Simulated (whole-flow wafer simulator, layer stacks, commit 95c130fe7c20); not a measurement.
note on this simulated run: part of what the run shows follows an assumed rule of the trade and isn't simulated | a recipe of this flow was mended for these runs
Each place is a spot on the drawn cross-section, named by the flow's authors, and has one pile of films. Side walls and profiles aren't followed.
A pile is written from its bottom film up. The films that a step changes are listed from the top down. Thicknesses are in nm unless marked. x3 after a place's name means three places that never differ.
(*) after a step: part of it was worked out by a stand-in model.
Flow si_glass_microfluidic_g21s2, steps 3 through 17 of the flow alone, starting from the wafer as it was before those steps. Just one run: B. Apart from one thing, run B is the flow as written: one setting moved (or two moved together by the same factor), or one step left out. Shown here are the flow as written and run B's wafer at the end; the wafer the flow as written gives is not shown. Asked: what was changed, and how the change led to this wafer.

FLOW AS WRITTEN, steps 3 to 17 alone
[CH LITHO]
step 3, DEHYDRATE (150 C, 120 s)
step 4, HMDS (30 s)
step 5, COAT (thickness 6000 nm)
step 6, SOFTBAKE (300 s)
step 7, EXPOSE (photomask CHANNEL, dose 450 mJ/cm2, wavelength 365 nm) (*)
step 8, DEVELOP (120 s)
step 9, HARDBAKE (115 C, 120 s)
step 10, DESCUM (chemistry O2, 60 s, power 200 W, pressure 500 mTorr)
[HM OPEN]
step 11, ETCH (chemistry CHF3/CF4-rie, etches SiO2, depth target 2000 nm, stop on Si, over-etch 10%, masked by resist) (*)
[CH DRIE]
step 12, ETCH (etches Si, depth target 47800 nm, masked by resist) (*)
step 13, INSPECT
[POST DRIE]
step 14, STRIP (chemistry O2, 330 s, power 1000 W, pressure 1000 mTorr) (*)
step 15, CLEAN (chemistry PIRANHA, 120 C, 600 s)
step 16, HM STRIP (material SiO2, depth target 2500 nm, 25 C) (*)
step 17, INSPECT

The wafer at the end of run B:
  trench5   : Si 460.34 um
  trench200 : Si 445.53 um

Cause: step 5, COAT: thickness 3300 nm was run, while the flow as written has thickness 6000 nm.

The path from the change to this, step by step:
  step 5, COAT (thickness 6000 nm)
      land, trench20, trench5, trench200: thick-i-line-resist gains 3300 (new film) (it would be, as written: thick-i-line-resist gains 6000 (new film))
  step 8, DEVELOP (120 s)
      trench20, trench5, trench200: thick-i-line-resist loses 3300 (all of it) (it would be, as written: thick-i-line-resist loses 6000 (all of it))
  step 9, HARDBAKE (115 C, 120 s)
      land: thick-i-line-resist loses 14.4 (it would be, as written: thick-i-line-resist loses 33.5)
  step 12, ETCH (etches Si, depth target 47800 nm, masked by resist) (*)
      trench5: Si loses 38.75 um (it would be, as written: Si loses 38.09 um)
      trench200: Si loses 53.56 um (it would be, as written: Si loses 54.08 um)
  step 14, STRIP (chemistry O2, 330 s, power 1000 W, pressure 1000 mTorr) (*)
      land: thick-i-line-resist loses 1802 (all of it) (it would be, as written: thick-i-line-resist loses 4476.3 (all of it))
